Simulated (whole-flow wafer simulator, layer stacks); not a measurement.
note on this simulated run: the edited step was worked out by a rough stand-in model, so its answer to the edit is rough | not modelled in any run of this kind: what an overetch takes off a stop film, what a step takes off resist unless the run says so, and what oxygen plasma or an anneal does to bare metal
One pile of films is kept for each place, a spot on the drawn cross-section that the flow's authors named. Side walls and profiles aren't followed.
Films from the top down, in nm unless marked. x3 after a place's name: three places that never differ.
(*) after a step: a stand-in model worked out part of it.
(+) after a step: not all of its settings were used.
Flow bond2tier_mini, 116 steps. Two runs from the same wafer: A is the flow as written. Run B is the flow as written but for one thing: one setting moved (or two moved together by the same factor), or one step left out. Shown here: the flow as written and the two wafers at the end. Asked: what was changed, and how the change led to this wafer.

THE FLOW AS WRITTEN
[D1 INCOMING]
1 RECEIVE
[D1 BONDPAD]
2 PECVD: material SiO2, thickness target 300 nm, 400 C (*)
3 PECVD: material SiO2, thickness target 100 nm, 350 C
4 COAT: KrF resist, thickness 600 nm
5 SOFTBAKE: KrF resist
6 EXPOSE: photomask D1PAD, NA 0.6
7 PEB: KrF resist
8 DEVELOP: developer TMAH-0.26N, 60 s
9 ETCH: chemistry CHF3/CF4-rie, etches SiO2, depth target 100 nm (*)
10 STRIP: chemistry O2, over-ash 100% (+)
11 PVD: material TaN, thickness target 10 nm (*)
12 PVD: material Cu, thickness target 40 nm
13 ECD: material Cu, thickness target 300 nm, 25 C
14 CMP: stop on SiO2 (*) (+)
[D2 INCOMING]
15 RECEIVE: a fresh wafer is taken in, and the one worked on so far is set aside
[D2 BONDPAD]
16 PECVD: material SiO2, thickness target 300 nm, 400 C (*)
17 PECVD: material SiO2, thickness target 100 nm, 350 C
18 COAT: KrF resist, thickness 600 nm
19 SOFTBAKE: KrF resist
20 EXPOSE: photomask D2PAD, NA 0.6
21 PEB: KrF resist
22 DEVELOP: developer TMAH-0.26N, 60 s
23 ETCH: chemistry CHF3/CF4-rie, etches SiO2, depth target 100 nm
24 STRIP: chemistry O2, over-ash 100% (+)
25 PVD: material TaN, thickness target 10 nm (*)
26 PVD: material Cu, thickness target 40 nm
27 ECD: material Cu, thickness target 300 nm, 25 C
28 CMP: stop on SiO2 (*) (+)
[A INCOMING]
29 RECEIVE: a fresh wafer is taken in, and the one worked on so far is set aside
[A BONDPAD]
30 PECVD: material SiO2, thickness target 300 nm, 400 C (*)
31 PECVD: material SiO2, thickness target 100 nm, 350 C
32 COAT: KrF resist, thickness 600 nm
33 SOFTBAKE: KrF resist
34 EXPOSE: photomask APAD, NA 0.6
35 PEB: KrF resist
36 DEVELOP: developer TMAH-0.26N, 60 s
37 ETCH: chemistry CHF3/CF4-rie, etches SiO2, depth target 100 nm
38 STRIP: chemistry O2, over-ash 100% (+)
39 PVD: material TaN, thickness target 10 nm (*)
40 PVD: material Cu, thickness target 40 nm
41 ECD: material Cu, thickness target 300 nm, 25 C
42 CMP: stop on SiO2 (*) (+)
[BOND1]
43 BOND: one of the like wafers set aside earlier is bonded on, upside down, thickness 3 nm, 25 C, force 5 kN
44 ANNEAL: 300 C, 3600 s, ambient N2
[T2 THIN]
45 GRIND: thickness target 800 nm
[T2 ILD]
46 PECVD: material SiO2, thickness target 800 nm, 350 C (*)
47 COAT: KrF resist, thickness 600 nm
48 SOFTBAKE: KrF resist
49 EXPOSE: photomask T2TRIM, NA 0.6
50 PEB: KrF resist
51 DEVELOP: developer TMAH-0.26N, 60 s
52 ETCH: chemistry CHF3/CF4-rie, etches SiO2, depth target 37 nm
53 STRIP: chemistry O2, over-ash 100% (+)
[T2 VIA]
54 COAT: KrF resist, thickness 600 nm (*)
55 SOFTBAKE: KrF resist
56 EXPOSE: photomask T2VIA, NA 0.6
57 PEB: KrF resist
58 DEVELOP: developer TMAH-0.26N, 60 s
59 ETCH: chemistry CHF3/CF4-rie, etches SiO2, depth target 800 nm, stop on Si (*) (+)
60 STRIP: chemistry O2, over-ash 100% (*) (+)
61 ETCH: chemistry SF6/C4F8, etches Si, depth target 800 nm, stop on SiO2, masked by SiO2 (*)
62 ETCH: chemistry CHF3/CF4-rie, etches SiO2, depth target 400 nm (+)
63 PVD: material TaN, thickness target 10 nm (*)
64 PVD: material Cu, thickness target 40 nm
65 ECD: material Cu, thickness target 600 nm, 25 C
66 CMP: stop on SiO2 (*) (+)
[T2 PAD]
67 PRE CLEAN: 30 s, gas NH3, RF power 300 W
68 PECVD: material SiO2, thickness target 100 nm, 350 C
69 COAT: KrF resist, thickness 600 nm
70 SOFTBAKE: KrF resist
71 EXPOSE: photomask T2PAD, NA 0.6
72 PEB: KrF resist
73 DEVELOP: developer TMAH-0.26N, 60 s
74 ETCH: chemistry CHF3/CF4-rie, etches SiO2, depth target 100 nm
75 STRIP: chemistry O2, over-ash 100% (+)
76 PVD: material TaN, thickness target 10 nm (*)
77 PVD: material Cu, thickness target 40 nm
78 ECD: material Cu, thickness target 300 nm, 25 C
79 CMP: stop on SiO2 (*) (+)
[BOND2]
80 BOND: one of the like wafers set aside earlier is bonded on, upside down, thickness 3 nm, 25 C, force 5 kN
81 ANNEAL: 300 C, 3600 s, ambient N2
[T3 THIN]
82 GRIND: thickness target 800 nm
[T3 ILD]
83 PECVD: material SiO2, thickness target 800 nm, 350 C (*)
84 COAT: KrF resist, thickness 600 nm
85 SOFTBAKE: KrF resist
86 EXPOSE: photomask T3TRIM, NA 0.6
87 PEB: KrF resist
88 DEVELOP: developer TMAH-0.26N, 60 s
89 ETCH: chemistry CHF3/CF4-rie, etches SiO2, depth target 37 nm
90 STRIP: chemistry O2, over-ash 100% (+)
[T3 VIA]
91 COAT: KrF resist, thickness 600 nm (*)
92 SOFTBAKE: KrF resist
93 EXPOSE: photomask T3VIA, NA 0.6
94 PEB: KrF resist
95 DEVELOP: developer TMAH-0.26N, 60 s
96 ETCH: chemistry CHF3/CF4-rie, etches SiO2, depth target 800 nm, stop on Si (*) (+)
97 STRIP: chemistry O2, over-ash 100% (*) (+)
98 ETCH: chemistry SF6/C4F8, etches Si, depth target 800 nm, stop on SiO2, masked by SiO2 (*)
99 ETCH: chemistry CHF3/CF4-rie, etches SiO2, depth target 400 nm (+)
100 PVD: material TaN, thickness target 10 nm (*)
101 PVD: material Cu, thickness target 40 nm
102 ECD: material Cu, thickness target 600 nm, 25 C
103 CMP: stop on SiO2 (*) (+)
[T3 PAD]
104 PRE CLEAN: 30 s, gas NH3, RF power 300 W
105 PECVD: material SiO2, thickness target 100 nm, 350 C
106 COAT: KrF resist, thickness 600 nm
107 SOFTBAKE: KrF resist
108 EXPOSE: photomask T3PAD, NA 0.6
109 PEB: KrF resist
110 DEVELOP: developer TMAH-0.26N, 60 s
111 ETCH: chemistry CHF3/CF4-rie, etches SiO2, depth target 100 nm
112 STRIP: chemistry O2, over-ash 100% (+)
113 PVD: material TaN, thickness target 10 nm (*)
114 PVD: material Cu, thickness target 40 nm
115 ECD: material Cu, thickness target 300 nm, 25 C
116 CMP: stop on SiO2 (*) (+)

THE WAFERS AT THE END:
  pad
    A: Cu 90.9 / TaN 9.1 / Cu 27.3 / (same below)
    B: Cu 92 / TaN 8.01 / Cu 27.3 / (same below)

The cause: step 113, PVD: thickness target 8.8 nm was run, where the flow has thickness target 10 nm.

How the change led to this, step by step:
  113 PVD: material TaN, thickness target 10 nm (*)
      field: A TaN +10 (new film) | B TaN +8.8 (new film)
      pad: A TaN +9.1 (new film) | B TaN +8.01 (new film)
  116 CMP: stop on SiO2 (*) (+)
      field: A Cu -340 (all of it), TaN -10 (all of it) | B Cu -340 (all of it), TaN -8.8 (all of it)
